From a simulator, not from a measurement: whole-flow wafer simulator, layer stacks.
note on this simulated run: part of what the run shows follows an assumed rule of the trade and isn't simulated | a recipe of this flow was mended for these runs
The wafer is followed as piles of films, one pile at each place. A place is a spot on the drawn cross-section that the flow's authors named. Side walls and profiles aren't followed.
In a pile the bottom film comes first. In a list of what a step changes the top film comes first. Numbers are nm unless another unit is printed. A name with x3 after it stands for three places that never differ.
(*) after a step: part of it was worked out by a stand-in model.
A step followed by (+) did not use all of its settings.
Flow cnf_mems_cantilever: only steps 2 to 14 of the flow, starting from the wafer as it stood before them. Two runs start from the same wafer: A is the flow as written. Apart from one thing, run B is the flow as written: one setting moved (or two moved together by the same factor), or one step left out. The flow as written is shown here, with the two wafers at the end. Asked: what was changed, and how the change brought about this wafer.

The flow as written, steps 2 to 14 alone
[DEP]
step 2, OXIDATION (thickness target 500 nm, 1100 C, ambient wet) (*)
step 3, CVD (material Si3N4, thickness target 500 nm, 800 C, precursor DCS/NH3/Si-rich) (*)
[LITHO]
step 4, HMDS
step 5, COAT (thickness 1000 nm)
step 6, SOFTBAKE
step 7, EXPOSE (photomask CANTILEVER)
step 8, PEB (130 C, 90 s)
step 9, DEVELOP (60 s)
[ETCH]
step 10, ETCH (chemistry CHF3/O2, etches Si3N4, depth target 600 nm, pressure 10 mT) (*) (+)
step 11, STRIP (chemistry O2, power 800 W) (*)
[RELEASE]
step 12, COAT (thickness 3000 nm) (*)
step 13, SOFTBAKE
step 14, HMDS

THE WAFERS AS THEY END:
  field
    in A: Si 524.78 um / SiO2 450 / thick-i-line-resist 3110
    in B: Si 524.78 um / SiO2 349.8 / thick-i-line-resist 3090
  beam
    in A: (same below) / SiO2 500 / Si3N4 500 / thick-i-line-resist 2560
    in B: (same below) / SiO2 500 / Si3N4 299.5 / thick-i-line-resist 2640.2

What caused this: step 3, CVD: 765 C was run, while the flow as written has 800 C.

The path from the change to this, step by step:
  step 3, CVD (material Si3N4, thickness target 500 nm, 800 C, precursor DCS/NH3/Si-rich) (*)
      field, beam: A +500 Si3N4 (new film) | B +299.5 Si3N4 (new film)
  step 10, ETCH (chemistry CHF3/O2, etches Si3N4, depth target 600 nm, pressure 10 mT) (*) (+)
      field: A -500 Si3N4 (all of it), -50 SiO2 | B -299.5 Si3N4 (all of it), -150.2 SiO2
  step 12, COAT (thickness 3000 nm) (*)
      beam: A +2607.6 thick-i-line-resist (new film) | B +2677.8 thick-i-line-resist (new film)
  step 13, SOFTBAKE
      field: A +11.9 thick-i-line-resist | B +9.39 thick-i-line-resist
      beam: A -47.6 thick-i-line-resist | B -37.6 thick-i-line-resist
